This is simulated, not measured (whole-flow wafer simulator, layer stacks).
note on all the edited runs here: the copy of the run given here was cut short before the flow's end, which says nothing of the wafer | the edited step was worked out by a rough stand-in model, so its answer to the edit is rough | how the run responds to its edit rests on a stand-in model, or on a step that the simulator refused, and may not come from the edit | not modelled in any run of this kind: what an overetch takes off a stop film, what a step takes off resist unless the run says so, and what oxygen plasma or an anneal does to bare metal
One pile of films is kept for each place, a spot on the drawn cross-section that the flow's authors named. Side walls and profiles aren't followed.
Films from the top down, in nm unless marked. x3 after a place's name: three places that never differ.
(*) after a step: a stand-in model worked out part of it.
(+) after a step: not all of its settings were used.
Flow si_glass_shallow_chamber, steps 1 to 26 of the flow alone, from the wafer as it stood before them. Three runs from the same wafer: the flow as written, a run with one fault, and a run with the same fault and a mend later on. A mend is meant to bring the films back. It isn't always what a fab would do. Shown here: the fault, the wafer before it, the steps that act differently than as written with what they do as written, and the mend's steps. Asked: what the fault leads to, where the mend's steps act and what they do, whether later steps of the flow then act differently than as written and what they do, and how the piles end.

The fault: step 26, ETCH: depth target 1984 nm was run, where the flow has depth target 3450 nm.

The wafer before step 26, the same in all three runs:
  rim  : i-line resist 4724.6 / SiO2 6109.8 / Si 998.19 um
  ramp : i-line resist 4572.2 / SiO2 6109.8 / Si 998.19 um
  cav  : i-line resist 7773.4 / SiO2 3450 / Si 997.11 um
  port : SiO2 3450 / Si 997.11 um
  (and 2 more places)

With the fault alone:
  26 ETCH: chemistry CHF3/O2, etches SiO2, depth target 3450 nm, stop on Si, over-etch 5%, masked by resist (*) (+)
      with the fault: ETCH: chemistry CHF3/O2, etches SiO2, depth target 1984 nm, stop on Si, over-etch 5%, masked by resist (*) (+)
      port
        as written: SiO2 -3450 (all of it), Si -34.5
        with the fault: SiO2 -2083.2
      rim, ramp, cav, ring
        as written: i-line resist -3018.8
        with the fault: i-line resist -1736
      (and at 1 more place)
  No later step of the flow acts differently than as written at any place that is followed.
  At the end the piles differ from the flow's by more than 2% or 0.5 nm, whichever is larger, at rim, ramp, cav, port, septum, ring.
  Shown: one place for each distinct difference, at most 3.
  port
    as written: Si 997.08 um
    with the fault: SiO2 1366.8 / Si 997.11 um
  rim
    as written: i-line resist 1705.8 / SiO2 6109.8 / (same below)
    with the fault: i-line resist 2988.6 / SiO2 6109.8 / (same below)
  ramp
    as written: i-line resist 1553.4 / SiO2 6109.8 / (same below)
    with the fault: i-line resist 2836.2 / SiO2 6109.8 / (same below)

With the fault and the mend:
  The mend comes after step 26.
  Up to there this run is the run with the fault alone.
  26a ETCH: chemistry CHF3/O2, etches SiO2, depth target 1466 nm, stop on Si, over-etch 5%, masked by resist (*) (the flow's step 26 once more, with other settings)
      ramp, cav, septum, ring
        i-line resist -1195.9
      rim
        i-line resist -1196
      port
        SiO2 -1366.8 (all of it), Si -34.5
  No later step of the flow acts differently than as written at any place that is followed.
  At the end the piles differ from the flow's by more than 2% or 0.5 nm, whichever is larger, at rim, ramp, septum, ring.
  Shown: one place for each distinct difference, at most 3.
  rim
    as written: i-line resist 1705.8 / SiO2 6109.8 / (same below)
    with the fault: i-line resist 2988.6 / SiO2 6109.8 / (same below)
    with the mend: i-line resist 1792.6 / SiO2 6109.8 / (same below)
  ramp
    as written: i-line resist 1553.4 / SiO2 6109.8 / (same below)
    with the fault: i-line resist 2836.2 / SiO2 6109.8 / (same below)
    with the mend: i-line resist 1640.2 / SiO2 6109.8 / (same below)
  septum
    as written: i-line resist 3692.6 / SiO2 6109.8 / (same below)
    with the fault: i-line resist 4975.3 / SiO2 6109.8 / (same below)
    with the mend: i-line resist 3779.4 / SiO2 6109.8 / (same below)
